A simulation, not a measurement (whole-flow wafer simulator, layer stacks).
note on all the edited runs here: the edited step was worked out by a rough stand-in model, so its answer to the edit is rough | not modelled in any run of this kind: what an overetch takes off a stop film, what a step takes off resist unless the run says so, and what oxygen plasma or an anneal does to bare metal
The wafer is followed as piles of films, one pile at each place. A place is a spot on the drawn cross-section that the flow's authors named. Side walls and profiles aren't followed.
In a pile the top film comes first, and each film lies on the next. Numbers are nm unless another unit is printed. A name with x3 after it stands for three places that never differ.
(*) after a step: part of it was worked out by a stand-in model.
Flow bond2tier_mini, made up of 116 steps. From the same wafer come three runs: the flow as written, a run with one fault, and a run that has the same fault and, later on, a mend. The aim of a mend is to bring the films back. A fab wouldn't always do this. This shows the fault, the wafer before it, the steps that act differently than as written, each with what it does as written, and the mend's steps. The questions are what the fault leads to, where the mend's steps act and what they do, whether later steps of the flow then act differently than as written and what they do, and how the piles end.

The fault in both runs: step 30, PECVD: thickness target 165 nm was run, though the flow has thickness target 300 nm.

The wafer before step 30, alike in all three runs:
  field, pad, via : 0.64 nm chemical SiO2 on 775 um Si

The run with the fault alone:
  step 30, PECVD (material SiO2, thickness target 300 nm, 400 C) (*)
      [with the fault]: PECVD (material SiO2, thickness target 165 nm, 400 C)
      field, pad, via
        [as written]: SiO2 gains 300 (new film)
        [with the fault]: SiO2 gains 165 (new film)
  Every later step of the flow that is run acts as written at every place that is followed.
  At field, pad, the piles at the end differ from the flow's by more than 2% or 0.5 nm, whichever is larger.
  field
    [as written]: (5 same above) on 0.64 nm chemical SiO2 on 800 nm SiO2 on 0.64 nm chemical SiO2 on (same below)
    [with the fault]: (5 same above) on 0.64 nm chemical SiO2 on 665 nm SiO2 on 0.64 nm chemical SiO2 on (same below)
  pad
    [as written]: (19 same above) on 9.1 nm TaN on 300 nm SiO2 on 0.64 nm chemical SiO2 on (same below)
    [with the fault]: (19 same above) on 9.1 nm TaN on 165 nm SiO2 on 0.64 nm chemical SiO2 on (same below)

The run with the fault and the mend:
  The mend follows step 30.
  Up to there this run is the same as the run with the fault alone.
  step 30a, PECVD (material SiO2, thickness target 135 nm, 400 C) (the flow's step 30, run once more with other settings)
      field, pad, via
        SiO2 gains 135
  Every later step of the flow that is run acts as written at every place that is followed.
  The piles end the same as the flow's at every place that both follow.
